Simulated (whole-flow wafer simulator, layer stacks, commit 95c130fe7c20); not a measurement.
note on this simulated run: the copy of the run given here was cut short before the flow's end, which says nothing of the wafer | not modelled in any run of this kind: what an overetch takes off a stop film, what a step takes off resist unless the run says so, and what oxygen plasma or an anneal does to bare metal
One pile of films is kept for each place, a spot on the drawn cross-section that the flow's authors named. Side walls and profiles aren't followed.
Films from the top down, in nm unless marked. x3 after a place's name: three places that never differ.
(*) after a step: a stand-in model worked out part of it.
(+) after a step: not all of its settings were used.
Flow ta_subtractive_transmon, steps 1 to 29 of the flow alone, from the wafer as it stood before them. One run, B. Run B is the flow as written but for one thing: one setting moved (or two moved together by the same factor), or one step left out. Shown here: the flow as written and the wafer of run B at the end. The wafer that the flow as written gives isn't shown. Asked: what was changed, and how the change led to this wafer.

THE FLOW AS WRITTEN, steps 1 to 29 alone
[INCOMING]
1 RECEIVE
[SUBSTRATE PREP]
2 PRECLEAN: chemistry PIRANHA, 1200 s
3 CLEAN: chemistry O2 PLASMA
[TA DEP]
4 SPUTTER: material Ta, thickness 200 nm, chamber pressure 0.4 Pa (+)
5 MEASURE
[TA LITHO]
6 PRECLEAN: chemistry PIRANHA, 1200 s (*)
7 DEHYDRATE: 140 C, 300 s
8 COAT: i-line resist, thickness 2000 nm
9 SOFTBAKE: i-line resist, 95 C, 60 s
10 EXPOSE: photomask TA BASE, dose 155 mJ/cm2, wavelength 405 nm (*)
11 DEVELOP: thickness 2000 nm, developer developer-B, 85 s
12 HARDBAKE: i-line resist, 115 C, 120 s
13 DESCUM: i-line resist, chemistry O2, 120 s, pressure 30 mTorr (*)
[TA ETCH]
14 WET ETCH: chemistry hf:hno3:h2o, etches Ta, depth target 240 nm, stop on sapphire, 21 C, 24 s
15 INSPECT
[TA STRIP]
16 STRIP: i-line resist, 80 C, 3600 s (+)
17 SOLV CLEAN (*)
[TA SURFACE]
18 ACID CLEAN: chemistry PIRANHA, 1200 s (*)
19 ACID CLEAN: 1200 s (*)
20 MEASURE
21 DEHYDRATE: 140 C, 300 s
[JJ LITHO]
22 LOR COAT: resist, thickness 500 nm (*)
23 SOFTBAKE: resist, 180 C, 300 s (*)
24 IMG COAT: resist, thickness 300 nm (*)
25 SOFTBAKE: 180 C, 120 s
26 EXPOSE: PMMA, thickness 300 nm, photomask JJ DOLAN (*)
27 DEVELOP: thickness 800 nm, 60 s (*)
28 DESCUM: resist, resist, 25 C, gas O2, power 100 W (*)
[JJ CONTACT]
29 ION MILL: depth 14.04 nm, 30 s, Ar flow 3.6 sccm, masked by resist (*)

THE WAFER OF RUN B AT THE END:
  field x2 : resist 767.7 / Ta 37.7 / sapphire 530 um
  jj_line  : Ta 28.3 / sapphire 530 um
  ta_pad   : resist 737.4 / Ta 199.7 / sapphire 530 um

The cause: step 14, WET ETCH: 16.2 s was run, where the flow has 24 s.

How the change led to this, step by step:
  14 WET ETCH: chemistry hf:hno3:h2o, etches Ta, depth target 240 nm, stop on sapphire, 21 C, 24 s
      field x2, jj_line, lead: Ta -162 (as written it would be: Ta -200 (all of it))
  22 LOR COAT: resist, thickness 500 nm (*)
      ta_contact: resist +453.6 (new film) (as written it would be: resist +443.8 (new film))
  29 ION MILL: depth 14.04 nm, 30 s, Ar flow 3.6 sccm, masked by resist (*)
      jj_line, lead: Ta -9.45 (as written it would be: sapphire -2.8)
Counting metal films that touch as one body, field x2 has 1 body; the flow as written gives 0 bodies.
Counting metal films that touch as one body, jj_line has 1 body; the flow as written gives 0 bodies.
